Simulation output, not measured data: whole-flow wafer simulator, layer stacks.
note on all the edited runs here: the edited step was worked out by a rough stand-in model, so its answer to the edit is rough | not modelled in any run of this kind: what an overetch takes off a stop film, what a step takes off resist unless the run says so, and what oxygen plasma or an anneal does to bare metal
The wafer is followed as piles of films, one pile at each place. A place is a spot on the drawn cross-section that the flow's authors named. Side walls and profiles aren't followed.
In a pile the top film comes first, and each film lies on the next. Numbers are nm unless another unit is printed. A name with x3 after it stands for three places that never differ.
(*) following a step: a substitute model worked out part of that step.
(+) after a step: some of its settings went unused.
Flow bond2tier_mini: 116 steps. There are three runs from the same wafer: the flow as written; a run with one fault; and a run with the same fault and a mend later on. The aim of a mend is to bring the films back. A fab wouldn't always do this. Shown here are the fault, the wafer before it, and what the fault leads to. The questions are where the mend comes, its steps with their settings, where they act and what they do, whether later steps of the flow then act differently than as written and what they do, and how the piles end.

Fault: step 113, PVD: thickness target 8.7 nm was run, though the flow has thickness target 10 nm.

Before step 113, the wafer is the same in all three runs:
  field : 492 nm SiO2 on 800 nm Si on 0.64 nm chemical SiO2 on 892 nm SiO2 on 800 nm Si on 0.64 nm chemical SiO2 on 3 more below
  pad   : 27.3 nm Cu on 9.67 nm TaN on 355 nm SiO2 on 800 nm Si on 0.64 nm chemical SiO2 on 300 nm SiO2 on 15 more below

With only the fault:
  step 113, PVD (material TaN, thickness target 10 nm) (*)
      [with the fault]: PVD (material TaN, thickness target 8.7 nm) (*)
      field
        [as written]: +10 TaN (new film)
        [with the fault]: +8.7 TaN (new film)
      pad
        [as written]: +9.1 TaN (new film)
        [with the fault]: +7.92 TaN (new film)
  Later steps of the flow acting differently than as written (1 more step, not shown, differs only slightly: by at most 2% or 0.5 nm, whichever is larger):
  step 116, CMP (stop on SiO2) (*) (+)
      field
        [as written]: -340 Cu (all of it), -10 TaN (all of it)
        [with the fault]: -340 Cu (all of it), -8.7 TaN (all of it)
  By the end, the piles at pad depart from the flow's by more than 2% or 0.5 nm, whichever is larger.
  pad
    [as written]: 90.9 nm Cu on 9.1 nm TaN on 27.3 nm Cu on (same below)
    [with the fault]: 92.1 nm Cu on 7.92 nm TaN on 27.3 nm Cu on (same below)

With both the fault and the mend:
  The mend follows step 113.
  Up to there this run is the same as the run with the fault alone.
  step 113a, PVD (material TaN, thickness target 1.3 nm) (*) (a further turn of the flow's step 113, with different settings)
      field
        +1.3 TaN
      pad
        +1.18 TaN
  Later steps of the flow that are run all act as written at every place that is followed.
  By the end, the piles equal the flow's at every place that both follow.
